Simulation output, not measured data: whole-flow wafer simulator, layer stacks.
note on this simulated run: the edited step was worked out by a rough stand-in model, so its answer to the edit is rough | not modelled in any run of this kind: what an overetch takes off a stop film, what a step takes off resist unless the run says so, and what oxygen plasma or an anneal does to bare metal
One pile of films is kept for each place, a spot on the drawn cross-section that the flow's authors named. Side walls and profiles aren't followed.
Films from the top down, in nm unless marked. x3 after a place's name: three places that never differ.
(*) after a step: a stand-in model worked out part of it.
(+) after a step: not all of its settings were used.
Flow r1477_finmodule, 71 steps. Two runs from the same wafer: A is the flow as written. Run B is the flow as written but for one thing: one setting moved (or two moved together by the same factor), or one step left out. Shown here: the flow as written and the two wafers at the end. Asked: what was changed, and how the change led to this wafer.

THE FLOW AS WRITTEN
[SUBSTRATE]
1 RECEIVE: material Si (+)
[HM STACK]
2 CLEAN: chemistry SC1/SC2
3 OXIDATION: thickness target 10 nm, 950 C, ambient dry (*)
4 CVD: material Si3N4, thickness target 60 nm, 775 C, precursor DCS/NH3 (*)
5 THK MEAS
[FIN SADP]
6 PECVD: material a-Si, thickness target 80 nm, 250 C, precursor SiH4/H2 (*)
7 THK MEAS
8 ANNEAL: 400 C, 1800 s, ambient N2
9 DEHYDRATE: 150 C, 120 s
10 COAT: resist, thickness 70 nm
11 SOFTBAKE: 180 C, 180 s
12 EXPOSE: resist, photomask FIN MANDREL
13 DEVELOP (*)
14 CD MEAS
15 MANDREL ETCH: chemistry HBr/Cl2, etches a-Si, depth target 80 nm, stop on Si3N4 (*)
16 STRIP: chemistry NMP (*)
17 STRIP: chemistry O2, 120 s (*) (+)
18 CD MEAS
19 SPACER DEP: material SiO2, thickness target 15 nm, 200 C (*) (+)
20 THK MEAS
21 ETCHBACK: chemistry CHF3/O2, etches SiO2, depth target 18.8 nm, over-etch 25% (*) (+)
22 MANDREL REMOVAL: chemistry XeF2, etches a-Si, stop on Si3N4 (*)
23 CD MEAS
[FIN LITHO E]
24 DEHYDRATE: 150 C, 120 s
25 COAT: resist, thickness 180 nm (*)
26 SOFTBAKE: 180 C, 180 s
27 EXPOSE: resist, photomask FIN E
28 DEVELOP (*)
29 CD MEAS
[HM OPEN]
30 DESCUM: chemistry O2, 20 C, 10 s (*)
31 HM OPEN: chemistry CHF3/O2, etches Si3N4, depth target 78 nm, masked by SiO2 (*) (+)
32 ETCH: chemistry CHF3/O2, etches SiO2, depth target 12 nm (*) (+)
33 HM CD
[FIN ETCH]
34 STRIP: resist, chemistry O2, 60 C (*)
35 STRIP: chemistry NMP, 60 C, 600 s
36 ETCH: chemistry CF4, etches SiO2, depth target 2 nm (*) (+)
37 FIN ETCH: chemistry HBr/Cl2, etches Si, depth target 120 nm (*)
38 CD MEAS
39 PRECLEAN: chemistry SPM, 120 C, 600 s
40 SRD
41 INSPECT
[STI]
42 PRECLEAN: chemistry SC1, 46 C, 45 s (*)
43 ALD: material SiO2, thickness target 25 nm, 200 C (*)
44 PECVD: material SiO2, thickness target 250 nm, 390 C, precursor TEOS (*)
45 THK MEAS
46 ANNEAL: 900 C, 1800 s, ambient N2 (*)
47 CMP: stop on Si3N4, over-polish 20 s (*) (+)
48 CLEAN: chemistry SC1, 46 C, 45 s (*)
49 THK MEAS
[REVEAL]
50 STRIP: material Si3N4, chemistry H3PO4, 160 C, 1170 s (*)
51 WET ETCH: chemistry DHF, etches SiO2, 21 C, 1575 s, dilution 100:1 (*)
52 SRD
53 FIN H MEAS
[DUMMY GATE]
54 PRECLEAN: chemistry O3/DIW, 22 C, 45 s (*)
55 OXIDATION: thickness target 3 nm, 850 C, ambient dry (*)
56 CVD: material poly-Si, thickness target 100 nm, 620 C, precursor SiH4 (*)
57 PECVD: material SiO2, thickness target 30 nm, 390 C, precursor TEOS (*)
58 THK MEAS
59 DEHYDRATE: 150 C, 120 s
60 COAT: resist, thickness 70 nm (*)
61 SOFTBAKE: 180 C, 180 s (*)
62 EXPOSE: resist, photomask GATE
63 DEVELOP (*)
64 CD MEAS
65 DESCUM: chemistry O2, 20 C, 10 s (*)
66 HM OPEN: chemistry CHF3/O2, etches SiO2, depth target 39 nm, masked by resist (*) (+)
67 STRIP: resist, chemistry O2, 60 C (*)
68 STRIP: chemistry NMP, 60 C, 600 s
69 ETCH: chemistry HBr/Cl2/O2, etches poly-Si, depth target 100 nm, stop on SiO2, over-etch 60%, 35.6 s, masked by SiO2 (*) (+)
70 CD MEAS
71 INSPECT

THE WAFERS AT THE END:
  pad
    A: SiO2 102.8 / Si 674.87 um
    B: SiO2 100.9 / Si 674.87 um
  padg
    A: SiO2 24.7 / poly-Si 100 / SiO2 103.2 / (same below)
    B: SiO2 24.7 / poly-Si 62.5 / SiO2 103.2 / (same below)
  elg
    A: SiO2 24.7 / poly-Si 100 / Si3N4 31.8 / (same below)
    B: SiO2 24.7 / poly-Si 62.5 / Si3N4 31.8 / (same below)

The cause: step 56, CVD: thickness target 62.5 nm was run, where the flow has thickness target 100 nm.
It can be read off the wafer: padg has poly-Si 62.5, and step 56 as written asks for 100 nm.

How the change led to this, step by step:
  56 CVD: material poly-Si, thickness target 100 nm, 620 C, precursor SiH4 (*)
      pad, padg, elg and 26 more: A poly-Si +100 (new film) | B poly-Si +62.5 (new film)
      s40cg, s40co: A poly-Si +113.9 (new film) | B poly-Si +75.2 (new film)
      (and at 5 more places)
  60 COAT: resist, thickness 70 nm (*)
      e40lg, e40lo: A resist +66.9 (new film) | B resist +56.4 (new film)
      e40sg, e40so: A resist +129.5 (new film) | B resist +119 (new film)
      (and at 2 more places)
  63 DEVELOP (*)
      e40lo: A resist -66.9 (all of it) | B resist -56.4 (all of it)
      e40so: A resist -129.5 (all of it) | B resist -119 (all of it)
      (and at 1 more place)
  67 STRIP: resist, chemistry O2, 60 C (*)
      e40lg: A resist -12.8 (all of it) | B resist -2.31 (all of it)
      e40sg: A resist -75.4 (all of it) | B resist -64.9 (all of it)
      (and at 3 more places)
  69 ETCH: chemistry HBr/Cl2/O2, etches poly-Si, depth target 100 nm, stop on SiO2, over-etch 60%, 35.6 s, masked by SiO2 (*) (+)
      pad, eso, e40so and 8 more: A chemical SiO2 -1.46 (all of it), poly-Si -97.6 (all of it), SiO2 -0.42 | B chemical SiO2 -1.46 (all of it), poly-Si -60.1 (all of it), SiO2 -2.3
      elo, e40lo, e100lo, e200lo: A chemical SiO2 -1.46 (all of it), poly-Si -97.6 (all of it), Si3N4 -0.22 | B chemical SiO2 -1.46 (all of it), poly-Si -60.1 (all of it), Si3N4 -3.63
      (and at 3 more places)
